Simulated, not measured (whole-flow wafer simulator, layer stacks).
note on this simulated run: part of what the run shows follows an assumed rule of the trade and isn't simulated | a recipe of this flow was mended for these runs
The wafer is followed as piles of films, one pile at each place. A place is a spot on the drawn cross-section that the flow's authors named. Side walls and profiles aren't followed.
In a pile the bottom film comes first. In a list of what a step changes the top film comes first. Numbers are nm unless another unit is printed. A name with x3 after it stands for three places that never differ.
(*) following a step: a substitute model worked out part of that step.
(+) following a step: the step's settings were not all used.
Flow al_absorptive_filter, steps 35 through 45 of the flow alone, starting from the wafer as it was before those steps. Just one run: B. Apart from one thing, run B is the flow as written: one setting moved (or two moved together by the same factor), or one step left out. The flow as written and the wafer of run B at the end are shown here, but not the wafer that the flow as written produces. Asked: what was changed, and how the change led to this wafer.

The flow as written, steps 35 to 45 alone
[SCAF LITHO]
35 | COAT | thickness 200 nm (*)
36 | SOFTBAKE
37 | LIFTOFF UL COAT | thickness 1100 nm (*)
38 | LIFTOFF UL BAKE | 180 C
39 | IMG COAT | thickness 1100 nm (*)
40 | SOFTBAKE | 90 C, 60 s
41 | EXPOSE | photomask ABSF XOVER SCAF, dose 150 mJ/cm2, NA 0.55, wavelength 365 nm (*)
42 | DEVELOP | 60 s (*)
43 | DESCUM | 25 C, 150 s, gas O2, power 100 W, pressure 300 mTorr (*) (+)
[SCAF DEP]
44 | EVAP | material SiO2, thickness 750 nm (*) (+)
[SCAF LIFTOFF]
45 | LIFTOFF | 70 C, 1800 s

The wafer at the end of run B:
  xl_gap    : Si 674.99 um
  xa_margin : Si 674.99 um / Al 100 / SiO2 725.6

Cause: step 43, DESCUM: 120 s was run, while the flow as written has 150 s.

The path from the change to this, step by step:
  43 | DESCUM | 25 C, 150 s, gas O2, power 100 W, pressure 300 mTorr (*) (+)
      xl_gap: acrylic-e-beam-resist loses 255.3 (as written it would have been: acrylic-e-beam-resist loses 265.9 (all of it))
      gnd x3, pad_far, pad_near, ledge, res, idc_field, idc_line, idc_space: i-line-resist loses 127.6 (as written it would have been: i-line-resist loses 159.6)
  45 | LIFTOFF | 70 C, 1800 s
      xl_gap: SiO2 loses 750 (all of it), acrylic-e-beam-resist loses 10.6 (all of it) (as written it would have been: nothing)
      gnd x3, idc_field: SiO2 loses 750 (all of it), i-line-resist loses 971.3 (all of it), lift-off-underlayer loses 1100 (all of it), acrylic-e-beam-resist loses 200 (all of it) (as written it would have been: SiO2 loses 750 (all of it), i-line-resist loses 939.4 (all of it), lift-off-underlayer loses 1100 (all of it), acrylic-e-beam-resist loses 200 (all of it))
      (also at 6 further places)
